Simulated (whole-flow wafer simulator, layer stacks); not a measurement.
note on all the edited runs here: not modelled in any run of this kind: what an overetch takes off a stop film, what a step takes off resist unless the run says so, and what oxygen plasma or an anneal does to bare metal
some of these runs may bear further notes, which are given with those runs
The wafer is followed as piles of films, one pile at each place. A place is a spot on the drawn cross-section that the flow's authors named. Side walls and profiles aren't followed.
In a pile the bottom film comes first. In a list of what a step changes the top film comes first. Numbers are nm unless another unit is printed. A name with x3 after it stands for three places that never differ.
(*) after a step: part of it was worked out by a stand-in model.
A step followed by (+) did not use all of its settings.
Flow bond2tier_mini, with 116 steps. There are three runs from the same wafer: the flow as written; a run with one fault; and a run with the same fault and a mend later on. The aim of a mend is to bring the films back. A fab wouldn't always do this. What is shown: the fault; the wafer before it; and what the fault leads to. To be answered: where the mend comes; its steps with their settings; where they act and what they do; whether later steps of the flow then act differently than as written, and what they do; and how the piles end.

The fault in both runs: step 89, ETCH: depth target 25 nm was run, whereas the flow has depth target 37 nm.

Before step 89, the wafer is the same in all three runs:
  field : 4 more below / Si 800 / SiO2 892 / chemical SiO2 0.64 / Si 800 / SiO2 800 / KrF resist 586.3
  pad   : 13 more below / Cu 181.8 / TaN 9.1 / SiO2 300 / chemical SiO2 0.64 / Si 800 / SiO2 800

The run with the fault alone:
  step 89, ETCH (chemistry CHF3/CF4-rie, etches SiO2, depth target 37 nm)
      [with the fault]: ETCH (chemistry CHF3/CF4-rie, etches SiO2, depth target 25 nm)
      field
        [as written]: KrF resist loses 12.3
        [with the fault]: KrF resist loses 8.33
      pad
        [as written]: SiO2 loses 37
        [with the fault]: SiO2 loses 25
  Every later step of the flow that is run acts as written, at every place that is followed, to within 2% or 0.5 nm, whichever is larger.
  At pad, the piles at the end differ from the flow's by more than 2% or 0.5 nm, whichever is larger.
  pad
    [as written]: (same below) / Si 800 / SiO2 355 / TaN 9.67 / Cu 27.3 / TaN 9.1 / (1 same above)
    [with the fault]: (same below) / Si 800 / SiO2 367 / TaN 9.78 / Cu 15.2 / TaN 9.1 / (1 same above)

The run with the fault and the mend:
  After step 90 comes the mend.
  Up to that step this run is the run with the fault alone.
  step 90a, COAT (KrF resist, thickness 600 nm) (*) (the flow's step 84 again)
      field
        KrF resist gains 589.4 (new film)
      pad
        KrF resist gains 611.1 (new film)
  step 90b, SOFTBAKE (KrF resist) (the flow's step 85 again)
      does not change any film at any place that is followed
  step 90c, EXPOSE (photomask T3TRIM, NA 0.6) (the flow's step 86 again)
      does not change any film at any place that is followed
  step 90d, PEB (KrF resist) (the flow's step 87 again)
      does not change any film at any place that is followed
  step 90e, DEVELOP (developer TMAH-0.26N, 60 s) (the flow's step 88 again)
      field
        KrF resist loses 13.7
      pad
        KrF resist loses 611.1 (all of it)
  step 90f, ETCH (chemistry CHF3/CF4-rie, etches SiO2, depth target 12 nm) (the flow's step 89 again, with other settings)
      field
        KrF resist loses 4
      pad
        SiO2 loses 12
  step 90g, STRIP (chemistry O2, over-ash 100%) (+) (the flow's step 90 again)
      field
        KrF resist loses 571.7 (all of it)
  Every later step of the flow that is run acts as written at every place that is followed.
  At every place that both follow, the piles at the end match the flow's.
